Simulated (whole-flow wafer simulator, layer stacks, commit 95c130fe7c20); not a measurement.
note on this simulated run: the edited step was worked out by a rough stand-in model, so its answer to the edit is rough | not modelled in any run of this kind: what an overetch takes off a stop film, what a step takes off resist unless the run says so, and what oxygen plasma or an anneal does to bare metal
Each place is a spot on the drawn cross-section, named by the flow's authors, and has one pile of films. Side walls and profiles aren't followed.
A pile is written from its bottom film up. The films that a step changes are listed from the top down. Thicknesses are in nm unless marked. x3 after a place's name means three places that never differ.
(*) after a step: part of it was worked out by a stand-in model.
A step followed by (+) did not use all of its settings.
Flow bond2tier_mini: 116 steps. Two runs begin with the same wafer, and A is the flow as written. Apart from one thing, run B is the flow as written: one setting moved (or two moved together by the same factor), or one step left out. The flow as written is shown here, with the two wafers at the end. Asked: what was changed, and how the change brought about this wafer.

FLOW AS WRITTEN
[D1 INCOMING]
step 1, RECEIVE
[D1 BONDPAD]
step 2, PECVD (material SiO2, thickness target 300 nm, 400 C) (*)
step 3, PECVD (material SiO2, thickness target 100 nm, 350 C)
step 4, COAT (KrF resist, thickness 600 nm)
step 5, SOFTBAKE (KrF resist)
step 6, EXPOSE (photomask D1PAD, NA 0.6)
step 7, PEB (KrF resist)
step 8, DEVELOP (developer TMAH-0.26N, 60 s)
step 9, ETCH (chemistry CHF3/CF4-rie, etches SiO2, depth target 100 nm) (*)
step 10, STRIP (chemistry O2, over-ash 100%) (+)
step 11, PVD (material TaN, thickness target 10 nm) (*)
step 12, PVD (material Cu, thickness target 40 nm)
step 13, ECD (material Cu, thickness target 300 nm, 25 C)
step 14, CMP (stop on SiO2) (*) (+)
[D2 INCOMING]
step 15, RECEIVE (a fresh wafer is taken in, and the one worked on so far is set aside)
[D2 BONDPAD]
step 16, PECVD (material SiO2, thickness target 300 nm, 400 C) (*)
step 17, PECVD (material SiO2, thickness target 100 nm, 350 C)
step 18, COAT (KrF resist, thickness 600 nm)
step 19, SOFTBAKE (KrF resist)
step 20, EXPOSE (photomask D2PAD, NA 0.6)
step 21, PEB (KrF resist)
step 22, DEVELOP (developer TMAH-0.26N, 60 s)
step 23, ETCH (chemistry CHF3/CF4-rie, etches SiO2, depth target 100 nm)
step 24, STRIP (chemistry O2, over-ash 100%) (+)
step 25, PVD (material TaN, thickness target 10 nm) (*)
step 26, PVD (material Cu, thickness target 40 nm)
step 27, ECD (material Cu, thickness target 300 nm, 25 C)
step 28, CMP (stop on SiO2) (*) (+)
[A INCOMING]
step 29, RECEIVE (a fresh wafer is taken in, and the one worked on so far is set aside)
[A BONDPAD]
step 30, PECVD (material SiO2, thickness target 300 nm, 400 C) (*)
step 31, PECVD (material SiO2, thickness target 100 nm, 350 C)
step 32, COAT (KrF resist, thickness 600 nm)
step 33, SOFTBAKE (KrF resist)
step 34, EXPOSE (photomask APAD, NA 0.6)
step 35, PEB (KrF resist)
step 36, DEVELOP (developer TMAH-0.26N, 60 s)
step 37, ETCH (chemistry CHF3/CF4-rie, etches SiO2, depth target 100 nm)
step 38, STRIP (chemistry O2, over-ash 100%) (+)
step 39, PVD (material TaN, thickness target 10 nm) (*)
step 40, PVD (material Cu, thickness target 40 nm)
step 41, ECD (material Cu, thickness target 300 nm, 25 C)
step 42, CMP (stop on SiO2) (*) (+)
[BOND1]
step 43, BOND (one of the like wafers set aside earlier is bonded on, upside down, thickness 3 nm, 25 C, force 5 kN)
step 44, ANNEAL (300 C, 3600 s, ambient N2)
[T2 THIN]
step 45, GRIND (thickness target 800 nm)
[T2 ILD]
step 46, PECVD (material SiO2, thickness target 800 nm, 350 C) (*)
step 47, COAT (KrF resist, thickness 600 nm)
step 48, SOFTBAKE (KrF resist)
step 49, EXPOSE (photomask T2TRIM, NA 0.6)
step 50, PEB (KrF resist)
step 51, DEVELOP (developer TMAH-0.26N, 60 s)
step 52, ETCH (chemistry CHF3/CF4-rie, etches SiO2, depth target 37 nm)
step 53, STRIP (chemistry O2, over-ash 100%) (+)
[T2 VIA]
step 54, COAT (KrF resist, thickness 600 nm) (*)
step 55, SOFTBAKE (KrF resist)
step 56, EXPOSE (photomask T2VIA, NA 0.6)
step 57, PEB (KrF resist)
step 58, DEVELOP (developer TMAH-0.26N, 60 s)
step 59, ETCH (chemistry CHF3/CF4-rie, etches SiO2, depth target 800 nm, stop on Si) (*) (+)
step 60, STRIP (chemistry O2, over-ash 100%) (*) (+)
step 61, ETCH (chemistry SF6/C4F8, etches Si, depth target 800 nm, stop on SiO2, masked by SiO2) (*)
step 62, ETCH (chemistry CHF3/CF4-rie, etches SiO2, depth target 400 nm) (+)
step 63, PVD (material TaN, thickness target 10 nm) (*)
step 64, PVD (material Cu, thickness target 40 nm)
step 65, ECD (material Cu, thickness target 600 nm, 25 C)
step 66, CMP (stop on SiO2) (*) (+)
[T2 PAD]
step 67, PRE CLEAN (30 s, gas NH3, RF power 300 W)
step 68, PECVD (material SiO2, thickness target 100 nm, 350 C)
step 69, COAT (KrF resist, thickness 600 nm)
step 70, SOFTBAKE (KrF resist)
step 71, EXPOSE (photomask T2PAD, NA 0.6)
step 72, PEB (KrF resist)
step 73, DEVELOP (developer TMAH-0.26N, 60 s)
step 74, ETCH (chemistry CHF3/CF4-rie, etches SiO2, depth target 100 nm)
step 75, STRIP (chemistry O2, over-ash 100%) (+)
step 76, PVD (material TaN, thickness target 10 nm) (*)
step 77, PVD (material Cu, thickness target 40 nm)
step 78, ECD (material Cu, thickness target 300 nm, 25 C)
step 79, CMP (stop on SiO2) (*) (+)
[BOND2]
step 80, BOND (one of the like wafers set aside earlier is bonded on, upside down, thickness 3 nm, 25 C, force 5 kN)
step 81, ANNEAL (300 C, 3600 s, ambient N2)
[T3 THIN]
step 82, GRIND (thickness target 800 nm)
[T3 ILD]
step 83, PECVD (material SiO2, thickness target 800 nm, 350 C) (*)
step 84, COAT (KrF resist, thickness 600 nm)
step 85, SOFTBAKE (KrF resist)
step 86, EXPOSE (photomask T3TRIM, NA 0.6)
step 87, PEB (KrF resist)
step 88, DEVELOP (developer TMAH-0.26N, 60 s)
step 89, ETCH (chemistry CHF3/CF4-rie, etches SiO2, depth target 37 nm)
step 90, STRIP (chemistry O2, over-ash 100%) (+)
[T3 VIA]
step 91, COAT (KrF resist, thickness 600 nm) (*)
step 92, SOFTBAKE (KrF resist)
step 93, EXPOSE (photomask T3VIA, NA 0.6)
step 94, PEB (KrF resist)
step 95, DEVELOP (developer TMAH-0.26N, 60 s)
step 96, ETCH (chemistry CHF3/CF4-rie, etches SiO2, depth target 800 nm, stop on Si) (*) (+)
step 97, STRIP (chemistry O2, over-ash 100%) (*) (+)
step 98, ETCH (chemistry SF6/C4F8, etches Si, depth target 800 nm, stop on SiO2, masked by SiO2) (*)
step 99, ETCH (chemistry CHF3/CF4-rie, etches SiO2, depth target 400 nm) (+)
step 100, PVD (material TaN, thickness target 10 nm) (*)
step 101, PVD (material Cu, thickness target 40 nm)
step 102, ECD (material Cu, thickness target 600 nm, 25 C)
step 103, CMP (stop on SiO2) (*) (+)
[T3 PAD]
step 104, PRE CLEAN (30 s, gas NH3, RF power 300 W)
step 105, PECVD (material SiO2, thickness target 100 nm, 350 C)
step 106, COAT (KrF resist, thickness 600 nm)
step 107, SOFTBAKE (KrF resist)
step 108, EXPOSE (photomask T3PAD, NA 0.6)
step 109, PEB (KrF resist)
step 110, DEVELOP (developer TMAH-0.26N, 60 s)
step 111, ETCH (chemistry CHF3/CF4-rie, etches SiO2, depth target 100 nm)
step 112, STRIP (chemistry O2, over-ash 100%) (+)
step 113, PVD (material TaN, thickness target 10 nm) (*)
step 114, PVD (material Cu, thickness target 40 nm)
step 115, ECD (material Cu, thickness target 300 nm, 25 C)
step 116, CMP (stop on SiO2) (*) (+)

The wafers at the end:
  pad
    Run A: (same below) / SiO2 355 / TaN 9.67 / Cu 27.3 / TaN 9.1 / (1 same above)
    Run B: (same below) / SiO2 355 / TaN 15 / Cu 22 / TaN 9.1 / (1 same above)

Cause: step 100, PVD: thickness target 15.5 nm was run, while the flow as written has thickness target 10 nm.

Step by step, how the change led to this:
  step 100, PVD (material TaN, thickness target 10 nm) (*)
      field: A +10 TaN (new film) | B +15.5 TaN (new film)
      pad: A +9.67 TaN (new film) | B +15 TaN (new film)
  step 103, CMP (stop on SiO2) (*) (+)
      field: A -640 Cu (all of it), -10 TaN (all of it) | B -640 Cu (all of it), -15.5 TaN (all of it)
